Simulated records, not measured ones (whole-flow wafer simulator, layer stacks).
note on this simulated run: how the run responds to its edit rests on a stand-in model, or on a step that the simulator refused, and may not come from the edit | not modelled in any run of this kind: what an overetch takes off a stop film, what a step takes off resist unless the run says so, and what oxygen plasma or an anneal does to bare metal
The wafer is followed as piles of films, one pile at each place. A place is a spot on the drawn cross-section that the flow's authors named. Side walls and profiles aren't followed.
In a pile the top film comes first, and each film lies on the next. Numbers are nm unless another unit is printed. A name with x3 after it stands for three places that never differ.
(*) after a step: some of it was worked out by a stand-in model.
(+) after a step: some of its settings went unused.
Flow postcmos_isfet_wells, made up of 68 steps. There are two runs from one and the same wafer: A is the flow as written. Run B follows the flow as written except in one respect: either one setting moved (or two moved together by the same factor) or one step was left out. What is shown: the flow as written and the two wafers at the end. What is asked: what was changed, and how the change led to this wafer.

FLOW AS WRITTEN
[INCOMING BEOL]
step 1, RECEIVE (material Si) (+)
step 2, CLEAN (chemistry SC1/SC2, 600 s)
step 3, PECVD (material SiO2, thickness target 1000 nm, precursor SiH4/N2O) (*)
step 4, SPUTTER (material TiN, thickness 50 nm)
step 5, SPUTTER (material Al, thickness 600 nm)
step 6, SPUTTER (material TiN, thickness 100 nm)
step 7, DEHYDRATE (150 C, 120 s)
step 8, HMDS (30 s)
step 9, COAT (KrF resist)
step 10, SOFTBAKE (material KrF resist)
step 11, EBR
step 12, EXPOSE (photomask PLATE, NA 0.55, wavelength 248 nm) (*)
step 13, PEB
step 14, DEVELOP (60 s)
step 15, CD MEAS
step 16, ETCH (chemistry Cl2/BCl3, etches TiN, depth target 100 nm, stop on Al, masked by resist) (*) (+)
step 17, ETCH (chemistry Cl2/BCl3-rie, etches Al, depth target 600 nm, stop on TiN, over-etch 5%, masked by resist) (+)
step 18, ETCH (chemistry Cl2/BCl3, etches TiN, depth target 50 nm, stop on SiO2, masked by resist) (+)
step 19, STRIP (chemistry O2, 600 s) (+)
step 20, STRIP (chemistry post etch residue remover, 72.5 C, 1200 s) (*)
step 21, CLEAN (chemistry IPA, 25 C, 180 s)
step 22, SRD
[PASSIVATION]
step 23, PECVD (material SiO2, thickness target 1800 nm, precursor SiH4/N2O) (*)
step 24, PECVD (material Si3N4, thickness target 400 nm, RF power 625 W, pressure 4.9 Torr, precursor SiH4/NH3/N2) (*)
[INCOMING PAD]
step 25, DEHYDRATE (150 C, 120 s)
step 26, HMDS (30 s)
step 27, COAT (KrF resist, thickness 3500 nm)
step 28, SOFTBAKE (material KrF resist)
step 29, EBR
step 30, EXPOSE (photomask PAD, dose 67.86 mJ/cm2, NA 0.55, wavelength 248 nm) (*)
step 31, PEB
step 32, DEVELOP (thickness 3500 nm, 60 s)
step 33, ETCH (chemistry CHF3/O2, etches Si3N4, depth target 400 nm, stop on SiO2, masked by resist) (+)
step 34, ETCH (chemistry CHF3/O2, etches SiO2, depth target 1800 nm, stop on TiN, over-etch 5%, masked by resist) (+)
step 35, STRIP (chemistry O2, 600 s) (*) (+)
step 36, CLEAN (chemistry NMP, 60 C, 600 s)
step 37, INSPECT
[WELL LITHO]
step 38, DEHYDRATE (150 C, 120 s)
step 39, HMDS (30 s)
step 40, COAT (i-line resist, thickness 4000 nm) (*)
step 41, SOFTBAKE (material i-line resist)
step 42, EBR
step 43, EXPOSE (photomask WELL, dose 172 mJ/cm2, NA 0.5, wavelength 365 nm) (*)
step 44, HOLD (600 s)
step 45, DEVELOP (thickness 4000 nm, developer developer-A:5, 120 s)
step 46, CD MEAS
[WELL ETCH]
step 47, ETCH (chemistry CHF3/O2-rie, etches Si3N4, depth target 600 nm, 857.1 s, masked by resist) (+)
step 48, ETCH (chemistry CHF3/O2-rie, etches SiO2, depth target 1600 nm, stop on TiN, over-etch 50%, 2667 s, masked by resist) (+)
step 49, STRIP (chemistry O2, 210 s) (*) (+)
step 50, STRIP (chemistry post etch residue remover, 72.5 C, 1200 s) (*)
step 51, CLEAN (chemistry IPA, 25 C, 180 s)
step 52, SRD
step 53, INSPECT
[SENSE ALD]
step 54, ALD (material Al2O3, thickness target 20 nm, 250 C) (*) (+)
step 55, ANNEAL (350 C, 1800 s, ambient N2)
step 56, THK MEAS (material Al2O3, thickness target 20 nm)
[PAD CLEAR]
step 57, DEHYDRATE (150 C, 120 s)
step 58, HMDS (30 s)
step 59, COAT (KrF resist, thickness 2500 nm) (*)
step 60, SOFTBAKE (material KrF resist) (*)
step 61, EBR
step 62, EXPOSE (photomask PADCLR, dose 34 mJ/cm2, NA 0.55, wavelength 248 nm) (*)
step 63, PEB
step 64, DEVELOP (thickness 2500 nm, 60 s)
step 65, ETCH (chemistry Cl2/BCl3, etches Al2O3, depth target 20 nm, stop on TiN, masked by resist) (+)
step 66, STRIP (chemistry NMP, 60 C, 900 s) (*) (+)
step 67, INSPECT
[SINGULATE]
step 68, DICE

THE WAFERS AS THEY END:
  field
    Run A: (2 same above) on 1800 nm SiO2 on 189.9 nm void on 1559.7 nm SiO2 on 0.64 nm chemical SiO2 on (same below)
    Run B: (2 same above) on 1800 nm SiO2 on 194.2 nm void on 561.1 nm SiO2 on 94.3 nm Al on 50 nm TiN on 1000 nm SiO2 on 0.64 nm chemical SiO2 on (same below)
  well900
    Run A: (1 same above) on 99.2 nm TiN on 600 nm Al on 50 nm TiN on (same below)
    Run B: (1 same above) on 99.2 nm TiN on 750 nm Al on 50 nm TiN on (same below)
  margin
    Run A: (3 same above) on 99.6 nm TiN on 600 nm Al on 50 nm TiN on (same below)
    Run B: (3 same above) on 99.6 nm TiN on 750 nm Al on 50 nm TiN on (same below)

The reason: step 5, SPUTTER: thickness 750 nm was run, though the flow has thickness 600 nm.
The wafer itself shows it: well900 has Al 750, and step 5 as written asks for 600 nm.

The path from the change to this, step by step:
  step 5, SPUTTER (material Al, thickness 600 nm)
      field, margin, well900 and 6 more: A +600 Al (new film) | B +750 Al (new film)
  step 17, ETCH (chemistry Cl2/BCl3-rie, etches Al, depth target 600 nm, stop on TiN, over-etch 5%, masked by resist) (+)
      field: A -600 Al (all of it) | B -600 Al
  step 18, ETCH (chemistry Cl2/BCl3, etches TiN, depth target 50 nm, stop on SiO2, masked by resist) (+)
      field: A -50 TiN (all of it) | B -50 Al
  step 20, STRIP (chemistry post etch residue remover, 72.5 C, 1200 s) (*)
      field: A nothing | B -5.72 Al
  step 23, PECVD (material SiO2, thickness target 1800 nm, precursor SiH4/N2O) (*)
      field: A +1800 SiO2 (new film), +189.9 void (new film), +559.7 SiO2 | B +1800 SiO2 (new film), +194.2 void (new film), +561.1 SiO2 (new film)
With metal films that touch counted as one body, field has 1 body; the flow as written gives 0 bodies.
